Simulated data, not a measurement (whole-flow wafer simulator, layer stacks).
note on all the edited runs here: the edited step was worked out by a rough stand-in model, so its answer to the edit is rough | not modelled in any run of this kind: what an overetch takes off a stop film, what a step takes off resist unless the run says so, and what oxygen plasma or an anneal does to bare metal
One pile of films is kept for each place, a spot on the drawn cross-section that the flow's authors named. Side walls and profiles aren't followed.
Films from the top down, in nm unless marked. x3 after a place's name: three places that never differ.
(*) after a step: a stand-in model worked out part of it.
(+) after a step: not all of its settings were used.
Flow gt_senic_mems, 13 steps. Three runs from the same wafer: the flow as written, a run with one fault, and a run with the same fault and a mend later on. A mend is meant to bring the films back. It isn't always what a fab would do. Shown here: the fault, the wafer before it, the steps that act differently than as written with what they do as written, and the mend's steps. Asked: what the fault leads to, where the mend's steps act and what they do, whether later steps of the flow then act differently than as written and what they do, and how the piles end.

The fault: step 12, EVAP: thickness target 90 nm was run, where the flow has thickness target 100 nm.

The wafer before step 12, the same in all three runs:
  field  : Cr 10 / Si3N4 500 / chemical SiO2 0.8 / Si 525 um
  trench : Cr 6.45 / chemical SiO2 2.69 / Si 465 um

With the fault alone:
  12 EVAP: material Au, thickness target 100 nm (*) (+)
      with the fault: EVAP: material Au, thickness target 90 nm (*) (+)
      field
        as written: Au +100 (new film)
        with the fault: Au +90 (new film)
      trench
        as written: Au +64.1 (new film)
        with the fault: Au +57.7 (new film)
  No later step of the flow acts differently than as written at any place that is followed.
  At the end the piles differ from the flow's by more than 2% or 0.5 nm, whichever is larger, at field, trench.
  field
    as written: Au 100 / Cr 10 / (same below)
    with the fault: Au 90 / Cr 10 / (same below)
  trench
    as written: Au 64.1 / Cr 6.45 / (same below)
    with the fault: Au 57.7 / Cr 6.45 / (same below)

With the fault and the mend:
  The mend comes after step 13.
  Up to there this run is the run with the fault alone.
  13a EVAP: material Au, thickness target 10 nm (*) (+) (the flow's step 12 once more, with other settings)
      field
        Au +10
      trench
        Au +6.45
  No later step of the flow acts differently than as written at any place that is followed.
  At the end the piles differ from the flow's only slightly at the places that both follow, by at most 2% or 0.5 nm, whichever is larger.
